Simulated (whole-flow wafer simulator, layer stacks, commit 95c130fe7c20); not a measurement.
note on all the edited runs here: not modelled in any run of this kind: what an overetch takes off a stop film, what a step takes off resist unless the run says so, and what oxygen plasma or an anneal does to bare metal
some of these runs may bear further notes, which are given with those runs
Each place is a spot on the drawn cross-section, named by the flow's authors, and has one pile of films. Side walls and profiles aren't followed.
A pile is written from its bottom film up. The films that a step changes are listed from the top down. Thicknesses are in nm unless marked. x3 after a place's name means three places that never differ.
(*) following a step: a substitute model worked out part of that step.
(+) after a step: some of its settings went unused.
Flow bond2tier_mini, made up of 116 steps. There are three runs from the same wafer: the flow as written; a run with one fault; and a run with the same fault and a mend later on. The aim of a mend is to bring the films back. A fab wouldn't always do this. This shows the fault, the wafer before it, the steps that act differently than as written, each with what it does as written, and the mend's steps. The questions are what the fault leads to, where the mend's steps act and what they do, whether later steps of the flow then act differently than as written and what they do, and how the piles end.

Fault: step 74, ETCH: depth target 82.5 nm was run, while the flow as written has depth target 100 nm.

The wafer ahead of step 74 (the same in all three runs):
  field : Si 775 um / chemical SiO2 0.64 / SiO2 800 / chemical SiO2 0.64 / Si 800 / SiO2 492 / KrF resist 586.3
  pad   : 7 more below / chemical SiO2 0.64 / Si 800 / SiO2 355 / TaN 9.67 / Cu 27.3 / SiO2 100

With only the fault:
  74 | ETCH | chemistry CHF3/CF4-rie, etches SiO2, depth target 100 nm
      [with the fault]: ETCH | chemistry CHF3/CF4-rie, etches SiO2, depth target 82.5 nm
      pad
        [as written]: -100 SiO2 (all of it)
        [with the fault]: -82.5 SiO2
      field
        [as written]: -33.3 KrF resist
        [with the fault]: -27.5 KrF resist
  Steps further on in the flow that do not act as written (3 more steps, not shown, differ only slightly: by at most 2% or 0.5 nm, whichever is larger):
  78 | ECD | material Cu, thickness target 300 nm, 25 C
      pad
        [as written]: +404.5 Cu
        [with the fault]: +386.2 Cu
  The piles end different from the flow's at pad by more than 2% or 0.5 nm, whichever is larger.
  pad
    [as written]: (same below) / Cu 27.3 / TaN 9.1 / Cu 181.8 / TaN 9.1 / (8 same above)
    [with the fault]: (same below) / Cu 27.3 / SiO2 17.5 / TaN 9.26 / Cu 164.1 / TaN 9.1 / (8 same above)

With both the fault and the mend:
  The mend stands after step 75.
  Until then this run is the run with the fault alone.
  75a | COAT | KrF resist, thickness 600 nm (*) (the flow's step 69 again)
      field
        +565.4 KrF resist (new film)
      pad
        +636.2 KrF resist (new film)
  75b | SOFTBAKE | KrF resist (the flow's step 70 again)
      alters no film at any place that is followed
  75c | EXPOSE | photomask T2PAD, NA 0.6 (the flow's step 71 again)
      alters no film at any place that is followed
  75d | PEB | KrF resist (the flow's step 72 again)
      alters no film at any place that is followed
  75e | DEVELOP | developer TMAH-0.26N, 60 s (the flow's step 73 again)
      field
        -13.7 KrF resist
      pad
        -636.2 KrF resist (all of it)
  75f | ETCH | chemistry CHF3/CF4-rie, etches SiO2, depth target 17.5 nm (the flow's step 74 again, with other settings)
      field
        -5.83 KrF resist
      pad
        -17.5 SiO2 (all of it)
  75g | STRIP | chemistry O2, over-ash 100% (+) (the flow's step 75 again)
      field
        -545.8 KrF resist (all of it)
  Later steps of the flow that are run all act as written at every place that is followed.
  By the end, the piles equal the flow's at every place that both follow.
